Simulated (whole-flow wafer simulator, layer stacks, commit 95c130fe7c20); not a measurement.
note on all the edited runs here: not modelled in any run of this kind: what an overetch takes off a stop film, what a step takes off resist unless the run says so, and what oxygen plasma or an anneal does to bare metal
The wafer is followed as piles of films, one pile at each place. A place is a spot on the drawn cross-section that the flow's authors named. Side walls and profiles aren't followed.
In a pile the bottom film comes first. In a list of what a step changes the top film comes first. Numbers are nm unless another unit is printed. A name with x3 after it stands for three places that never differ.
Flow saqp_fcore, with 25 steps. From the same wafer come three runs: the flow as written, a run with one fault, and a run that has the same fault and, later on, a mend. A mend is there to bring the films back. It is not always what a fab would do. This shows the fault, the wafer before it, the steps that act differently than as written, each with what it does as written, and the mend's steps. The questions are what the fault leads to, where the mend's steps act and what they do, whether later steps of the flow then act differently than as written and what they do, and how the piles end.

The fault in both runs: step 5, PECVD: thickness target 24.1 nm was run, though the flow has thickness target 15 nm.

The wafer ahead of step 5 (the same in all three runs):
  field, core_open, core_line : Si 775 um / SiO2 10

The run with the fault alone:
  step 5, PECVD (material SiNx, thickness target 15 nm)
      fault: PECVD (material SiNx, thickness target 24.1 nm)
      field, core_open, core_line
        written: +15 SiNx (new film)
        fault: +24.1 SiNx (new film)
  Later steps of the flow that are run all act as written at every place that is followed.
  At field, core_open, core_line, the piles at the end differ from the flow's by more than 2% or 0.5 nm, whichever is larger.
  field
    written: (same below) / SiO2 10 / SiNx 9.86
    fault: (same below) / SiO2 10 / SiNx 19
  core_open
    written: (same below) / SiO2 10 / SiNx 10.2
    fault: (same below) / SiO2 10 / SiNx 19.3
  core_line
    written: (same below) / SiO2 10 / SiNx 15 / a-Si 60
    fault: (same below) / SiO2 10 / SiNx 24.1 / a-Si 60

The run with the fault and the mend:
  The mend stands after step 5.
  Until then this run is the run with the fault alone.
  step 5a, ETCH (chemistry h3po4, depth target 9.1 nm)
      field, core_open, core_line
        -9.1 SiNx
  Later steps of the flow that are run all act as written at every place that is followed.
  By the end, the piles equal the flow's at every place that both follow.
